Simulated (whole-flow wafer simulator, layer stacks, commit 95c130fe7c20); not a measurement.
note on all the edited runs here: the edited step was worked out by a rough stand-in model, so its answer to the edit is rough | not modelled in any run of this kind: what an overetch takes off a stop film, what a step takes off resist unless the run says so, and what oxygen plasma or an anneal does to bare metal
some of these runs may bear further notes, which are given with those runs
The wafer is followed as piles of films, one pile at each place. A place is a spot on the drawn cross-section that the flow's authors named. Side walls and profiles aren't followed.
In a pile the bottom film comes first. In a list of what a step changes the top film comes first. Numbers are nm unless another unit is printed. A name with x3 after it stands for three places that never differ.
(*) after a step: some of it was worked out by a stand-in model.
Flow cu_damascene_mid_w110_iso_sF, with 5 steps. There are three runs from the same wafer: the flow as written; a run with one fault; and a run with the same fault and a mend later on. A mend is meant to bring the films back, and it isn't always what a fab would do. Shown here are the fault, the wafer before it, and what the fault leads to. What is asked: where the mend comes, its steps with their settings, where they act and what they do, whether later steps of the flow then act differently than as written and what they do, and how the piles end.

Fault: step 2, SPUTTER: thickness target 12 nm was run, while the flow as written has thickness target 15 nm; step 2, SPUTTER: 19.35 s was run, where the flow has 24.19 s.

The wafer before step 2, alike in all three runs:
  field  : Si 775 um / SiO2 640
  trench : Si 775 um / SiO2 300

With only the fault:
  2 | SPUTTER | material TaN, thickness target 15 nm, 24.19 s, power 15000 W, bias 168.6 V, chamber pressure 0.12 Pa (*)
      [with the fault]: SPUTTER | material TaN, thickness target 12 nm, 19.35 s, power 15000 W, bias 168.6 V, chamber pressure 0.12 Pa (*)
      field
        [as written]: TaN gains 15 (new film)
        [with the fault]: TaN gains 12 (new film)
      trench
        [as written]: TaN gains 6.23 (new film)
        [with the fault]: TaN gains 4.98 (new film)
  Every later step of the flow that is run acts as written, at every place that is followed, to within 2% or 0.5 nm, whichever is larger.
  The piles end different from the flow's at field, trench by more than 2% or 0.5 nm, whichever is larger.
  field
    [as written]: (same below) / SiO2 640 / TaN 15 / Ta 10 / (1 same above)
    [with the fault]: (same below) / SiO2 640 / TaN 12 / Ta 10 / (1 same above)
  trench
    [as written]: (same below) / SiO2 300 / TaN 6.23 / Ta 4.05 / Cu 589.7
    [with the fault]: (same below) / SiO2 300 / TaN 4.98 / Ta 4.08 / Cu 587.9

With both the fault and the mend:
  After step 2 comes the mend.
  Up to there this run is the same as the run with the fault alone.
  2a | SPUTTER | material TaN, thickness target 3 nm, 4.838 s, power 15000 W, bias 168.6 V, chamber pressure 0.12 Pa (*) (the flow's step 2, run once more with other settings)
      field
        TaN gains 3
      trench
        TaN gains 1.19
  Every later step of the flow that is run acts as written, at every place that is followed, to within 2% or 0.5 nm, whichever is larger.
  At the end the piles are close to the flow's at the places that both follow, differing by at most 2% or 0.5 nm, whichever is larger.
